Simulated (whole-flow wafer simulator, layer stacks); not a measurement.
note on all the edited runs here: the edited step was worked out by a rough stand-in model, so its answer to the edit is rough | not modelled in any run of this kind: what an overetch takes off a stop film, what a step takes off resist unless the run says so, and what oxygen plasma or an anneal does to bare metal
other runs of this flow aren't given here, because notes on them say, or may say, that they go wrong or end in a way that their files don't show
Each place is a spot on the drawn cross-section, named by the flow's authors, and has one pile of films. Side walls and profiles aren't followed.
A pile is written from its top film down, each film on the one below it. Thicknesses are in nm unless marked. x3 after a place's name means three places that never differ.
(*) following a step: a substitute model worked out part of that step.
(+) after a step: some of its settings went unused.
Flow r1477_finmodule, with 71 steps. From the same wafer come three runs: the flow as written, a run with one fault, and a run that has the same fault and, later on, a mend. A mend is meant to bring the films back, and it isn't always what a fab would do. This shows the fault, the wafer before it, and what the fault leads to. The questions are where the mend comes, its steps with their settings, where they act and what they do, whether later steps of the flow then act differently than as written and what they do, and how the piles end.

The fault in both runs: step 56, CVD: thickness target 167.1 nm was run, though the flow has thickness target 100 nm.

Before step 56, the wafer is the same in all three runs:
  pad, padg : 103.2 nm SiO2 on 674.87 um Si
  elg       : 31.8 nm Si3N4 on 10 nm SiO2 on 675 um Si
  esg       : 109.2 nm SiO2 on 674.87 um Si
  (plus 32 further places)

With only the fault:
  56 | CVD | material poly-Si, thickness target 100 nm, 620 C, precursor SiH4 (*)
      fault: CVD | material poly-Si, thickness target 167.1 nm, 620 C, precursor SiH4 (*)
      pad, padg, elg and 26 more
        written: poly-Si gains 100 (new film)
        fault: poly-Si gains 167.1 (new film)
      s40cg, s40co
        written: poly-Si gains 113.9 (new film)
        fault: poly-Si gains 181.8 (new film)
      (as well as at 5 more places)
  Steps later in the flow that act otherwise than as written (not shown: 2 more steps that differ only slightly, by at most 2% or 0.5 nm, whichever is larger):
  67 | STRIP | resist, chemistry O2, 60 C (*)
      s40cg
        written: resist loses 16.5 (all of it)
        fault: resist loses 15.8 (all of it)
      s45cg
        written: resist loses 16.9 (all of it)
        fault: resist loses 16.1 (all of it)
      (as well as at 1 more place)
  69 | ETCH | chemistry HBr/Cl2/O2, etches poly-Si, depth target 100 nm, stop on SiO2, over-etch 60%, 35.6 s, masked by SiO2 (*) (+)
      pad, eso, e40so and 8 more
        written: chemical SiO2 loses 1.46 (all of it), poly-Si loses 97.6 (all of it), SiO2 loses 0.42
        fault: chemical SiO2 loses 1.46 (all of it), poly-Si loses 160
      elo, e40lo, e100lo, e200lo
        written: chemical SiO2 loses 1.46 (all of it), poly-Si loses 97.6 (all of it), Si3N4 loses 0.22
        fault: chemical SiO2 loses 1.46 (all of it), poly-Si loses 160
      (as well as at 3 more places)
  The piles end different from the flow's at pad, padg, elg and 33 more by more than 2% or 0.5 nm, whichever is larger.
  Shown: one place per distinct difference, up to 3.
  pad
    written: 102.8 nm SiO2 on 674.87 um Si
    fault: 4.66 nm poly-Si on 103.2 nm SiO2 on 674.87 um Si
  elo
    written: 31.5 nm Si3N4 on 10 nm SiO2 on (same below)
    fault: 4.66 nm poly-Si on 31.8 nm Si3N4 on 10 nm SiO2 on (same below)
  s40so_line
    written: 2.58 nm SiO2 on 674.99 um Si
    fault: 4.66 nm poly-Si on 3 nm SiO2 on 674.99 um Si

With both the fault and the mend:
  The mend follows step 56.
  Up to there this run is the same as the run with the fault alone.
  56a | ETCH | chemistry tmah, depth target 294.7 nm
      pad, padg, elg and 26 more
        poly-Si loses 167.1 (all of it)
      s40cg, s40co
        poly-Si loses 181.8 (all of it)
      s45cg, s45co
        poly-Si loses 181.5 (all of it)
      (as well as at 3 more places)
  56b | CLEAN | chemistry SC1, 46 C, 45 s (*) (the flow's step 48 again)
      s40sg_line, s45sg_line, s50sg_line, s40so_line, s45so_line, s50so_line
        SiO2 loses 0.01
  56c | CVD | material poly-Si, thickness target 100 nm, 620 C, precursor SiH4 (*) (the flow's step 56 again)
      pad, padg, elg and 26 more
        poly-Si gains 100 (new film)
      s40cg, s40co
        poly-Si gains 113.9 (new film)
      s45cg, s45co
        poly-Si gains 113.4 (new film)
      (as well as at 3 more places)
  Every later step of the flow that is run acts as written, at every place that is followed, to within 2% or 0.5 nm, whichever is larger.
  When the end is reached, the piles differ only a little from the flow's at the places that both follow, at most by 2% or 0.5 nm, whichever is larger.
